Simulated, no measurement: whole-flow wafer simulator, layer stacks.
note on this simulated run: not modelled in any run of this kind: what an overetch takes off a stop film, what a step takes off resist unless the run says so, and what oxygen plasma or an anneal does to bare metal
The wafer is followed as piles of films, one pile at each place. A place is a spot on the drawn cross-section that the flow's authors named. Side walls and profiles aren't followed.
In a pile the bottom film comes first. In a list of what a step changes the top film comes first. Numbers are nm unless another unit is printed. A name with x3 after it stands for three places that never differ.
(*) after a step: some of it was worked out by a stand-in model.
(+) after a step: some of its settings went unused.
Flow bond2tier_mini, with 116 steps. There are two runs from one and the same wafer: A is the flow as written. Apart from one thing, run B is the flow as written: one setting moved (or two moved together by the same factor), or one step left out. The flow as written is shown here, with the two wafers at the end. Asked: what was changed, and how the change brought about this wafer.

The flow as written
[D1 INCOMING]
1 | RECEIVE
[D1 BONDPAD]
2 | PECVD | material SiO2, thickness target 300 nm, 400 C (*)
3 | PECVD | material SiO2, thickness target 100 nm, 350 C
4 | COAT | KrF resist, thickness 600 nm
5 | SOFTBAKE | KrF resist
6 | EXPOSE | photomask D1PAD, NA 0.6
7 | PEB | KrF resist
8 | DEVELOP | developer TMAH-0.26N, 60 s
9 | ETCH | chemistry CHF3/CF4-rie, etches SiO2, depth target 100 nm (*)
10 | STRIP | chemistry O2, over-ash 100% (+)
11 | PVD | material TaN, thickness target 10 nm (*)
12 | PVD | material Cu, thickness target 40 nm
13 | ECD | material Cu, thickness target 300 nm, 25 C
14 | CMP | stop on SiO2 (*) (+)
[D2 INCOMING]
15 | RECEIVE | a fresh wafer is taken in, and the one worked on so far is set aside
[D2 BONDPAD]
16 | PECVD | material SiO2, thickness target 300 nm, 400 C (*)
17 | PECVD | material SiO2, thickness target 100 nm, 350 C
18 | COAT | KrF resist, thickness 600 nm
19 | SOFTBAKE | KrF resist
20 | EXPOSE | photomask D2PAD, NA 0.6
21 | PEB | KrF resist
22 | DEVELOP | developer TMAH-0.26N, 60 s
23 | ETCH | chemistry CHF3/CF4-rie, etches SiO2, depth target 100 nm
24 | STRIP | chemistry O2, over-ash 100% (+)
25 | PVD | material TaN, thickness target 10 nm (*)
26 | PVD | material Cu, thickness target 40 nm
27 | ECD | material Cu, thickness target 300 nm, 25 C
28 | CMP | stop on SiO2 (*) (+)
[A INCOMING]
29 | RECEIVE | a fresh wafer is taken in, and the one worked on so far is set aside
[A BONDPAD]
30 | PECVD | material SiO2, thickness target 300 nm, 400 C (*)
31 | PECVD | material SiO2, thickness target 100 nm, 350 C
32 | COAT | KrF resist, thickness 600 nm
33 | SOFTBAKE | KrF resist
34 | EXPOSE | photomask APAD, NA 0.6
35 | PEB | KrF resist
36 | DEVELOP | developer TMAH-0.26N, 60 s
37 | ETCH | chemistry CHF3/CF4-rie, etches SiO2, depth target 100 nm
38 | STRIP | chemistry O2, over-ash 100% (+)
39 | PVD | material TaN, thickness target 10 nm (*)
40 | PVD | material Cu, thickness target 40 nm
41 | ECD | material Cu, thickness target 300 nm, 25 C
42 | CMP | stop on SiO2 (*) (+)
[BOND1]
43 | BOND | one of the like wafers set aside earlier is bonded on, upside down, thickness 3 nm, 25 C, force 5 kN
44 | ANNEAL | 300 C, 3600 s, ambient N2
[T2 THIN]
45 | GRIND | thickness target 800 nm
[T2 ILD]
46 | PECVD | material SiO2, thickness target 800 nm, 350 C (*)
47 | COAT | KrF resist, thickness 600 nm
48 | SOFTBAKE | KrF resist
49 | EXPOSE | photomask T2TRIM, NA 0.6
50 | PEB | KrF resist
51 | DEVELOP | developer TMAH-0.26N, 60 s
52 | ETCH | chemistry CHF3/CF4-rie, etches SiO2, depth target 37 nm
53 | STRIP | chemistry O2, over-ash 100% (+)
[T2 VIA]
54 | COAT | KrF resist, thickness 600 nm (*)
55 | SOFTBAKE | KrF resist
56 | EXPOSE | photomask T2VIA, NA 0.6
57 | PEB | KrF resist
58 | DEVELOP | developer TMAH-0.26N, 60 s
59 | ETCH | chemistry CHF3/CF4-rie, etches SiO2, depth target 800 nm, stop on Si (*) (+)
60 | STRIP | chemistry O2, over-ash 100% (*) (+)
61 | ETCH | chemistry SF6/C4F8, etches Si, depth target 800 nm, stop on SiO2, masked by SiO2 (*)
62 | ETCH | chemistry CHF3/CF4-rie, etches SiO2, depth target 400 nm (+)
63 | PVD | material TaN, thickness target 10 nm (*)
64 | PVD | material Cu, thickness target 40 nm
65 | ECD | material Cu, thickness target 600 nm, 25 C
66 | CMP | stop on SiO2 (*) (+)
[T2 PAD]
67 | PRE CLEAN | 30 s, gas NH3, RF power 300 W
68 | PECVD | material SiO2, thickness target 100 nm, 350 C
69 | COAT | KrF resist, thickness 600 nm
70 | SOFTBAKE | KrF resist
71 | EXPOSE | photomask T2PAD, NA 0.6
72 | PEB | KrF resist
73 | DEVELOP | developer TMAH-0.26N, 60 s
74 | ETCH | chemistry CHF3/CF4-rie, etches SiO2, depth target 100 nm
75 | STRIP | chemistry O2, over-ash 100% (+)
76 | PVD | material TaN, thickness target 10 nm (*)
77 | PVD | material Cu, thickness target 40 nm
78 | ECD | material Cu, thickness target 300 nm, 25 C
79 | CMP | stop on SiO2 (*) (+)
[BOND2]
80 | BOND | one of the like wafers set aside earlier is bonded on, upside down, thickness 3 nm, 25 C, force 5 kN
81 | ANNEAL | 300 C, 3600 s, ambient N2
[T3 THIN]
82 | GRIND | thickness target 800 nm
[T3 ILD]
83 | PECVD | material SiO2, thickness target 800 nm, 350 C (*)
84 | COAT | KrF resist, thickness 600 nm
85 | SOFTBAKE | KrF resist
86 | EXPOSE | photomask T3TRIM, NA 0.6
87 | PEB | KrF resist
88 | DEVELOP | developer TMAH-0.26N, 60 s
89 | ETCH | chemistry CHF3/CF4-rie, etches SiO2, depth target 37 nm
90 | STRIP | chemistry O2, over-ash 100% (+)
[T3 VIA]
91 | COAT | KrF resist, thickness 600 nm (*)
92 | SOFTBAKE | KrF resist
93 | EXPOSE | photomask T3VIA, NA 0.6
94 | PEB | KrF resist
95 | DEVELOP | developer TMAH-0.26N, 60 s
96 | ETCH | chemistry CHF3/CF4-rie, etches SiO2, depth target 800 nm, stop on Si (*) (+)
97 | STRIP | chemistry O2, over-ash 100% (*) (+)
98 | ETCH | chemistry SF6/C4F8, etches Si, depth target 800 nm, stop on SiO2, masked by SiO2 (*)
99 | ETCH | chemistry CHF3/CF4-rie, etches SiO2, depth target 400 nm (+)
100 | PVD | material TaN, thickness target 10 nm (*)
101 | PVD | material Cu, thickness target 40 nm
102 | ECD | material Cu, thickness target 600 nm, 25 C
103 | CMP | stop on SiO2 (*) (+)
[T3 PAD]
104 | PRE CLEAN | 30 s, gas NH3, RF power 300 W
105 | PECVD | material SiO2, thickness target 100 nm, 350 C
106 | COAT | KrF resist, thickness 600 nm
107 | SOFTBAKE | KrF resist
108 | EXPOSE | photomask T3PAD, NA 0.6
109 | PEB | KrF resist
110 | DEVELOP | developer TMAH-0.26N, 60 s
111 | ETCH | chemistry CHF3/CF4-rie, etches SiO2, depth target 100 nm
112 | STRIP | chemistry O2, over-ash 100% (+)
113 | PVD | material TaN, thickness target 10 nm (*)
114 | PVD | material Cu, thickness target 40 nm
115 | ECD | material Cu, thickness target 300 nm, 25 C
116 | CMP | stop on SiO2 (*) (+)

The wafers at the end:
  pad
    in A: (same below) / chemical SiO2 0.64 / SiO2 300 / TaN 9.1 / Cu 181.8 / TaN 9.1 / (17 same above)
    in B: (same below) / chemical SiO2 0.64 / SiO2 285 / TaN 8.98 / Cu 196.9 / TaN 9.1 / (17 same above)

What caused this: step 37, ETCH: depth target 115 nm was run, while the flow as written has depth target 100 nm.

Step by step, how the change led to this:
  37 | ETCH | chemistry CHF3/CF4-rie, etches SiO2, depth target 100 nm
      pad, via: A -100 SiO2 | B -115 SiO2
      field: A -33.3 KrF resist | B -38.3 KrF resist
  41 | ECD | material Cu, thickness target 300 nm, 25 C
      pad: A +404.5 Cu | B +420.1 Cu
      via: A +400.2 Cu | B +415.3 Cu
